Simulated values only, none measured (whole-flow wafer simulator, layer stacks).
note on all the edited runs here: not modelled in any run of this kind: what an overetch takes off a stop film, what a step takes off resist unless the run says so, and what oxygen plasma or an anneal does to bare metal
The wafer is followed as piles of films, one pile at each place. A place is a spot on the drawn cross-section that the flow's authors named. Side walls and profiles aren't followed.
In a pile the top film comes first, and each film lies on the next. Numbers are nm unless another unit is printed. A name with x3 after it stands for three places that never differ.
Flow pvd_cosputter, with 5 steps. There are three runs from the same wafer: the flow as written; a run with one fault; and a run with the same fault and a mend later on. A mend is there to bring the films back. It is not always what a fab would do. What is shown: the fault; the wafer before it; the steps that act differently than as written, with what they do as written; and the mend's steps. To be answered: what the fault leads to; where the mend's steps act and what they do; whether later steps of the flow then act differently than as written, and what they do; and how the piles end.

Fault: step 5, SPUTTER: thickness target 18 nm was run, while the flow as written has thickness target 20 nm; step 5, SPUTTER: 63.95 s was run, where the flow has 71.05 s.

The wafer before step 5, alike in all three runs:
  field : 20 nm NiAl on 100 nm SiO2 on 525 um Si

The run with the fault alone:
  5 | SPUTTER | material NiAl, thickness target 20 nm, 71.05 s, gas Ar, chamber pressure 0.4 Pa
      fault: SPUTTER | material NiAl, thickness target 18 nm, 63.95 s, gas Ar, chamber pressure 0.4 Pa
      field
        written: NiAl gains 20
        fault: NiAl gains 18
  None of the later steps of the flow acts differently than as written at any place that is followed.
  At field, the piles at the end differ from the flow's by more than 2% or 0.5 nm, whichever is larger.
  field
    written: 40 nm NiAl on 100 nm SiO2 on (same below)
    fault: 38 nm NiAl on 100 nm SiO2 on (same below)

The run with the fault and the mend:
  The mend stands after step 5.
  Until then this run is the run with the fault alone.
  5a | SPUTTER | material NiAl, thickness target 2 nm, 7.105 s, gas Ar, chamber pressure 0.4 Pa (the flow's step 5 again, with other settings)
      field
        NiAl gains 2
  None of the later steps of the flow acts differently than as written at any place that is followed.
  At every place that both follow, the piles at the end match the flow's.
